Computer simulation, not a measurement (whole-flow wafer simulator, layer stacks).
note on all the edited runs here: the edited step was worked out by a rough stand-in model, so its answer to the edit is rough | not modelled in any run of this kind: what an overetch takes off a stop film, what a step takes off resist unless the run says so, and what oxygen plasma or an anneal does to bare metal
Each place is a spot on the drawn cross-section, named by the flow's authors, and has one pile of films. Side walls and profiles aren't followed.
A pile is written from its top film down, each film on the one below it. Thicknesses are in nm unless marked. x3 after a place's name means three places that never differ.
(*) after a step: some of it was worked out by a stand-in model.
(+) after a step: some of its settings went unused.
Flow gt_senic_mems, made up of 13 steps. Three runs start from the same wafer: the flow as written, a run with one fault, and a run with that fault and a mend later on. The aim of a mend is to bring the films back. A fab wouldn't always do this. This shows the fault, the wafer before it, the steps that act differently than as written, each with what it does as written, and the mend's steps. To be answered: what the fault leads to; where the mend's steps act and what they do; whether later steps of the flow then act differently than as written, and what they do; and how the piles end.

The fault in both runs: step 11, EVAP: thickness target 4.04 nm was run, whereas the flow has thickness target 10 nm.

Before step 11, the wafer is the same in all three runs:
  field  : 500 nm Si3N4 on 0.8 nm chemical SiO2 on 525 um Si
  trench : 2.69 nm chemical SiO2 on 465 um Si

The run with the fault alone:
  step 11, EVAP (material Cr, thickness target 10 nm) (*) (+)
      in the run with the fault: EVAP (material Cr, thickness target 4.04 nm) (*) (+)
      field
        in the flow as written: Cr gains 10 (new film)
        in the run with the fault: Cr gains 4.04 (new film)
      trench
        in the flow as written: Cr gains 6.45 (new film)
        in the run with the fault: Cr gains 2.61 (new film)
  Every later step of the flow that is run acts as written at every place that is followed.
  At field, trench, the piles at the end differ from the flow's by more than 2% or 0.5 nm, whichever is larger.
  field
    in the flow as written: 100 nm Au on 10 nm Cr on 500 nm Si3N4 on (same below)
    in the run with the fault: 100 nm Au on 4.04 nm Cr on 500 nm Si3N4 on (same below)
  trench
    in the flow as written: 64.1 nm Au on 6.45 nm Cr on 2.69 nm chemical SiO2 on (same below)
    in the run with the fault: 64.1 nm Au on 2.61 nm Cr on 2.69 nm chemical SiO2 on (same below)

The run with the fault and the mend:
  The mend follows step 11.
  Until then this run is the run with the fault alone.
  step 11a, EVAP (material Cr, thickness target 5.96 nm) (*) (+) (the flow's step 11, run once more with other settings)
      field
        Cr gains 5.96
      trench
        Cr gains 3.85
  Every later step of the flow that is run acts as written at every place that is followed.
  When the end is reached, the piles differ only a little from the flow's at the places that both follow, at most by 2% or 0.5 nm, whichever is larger.
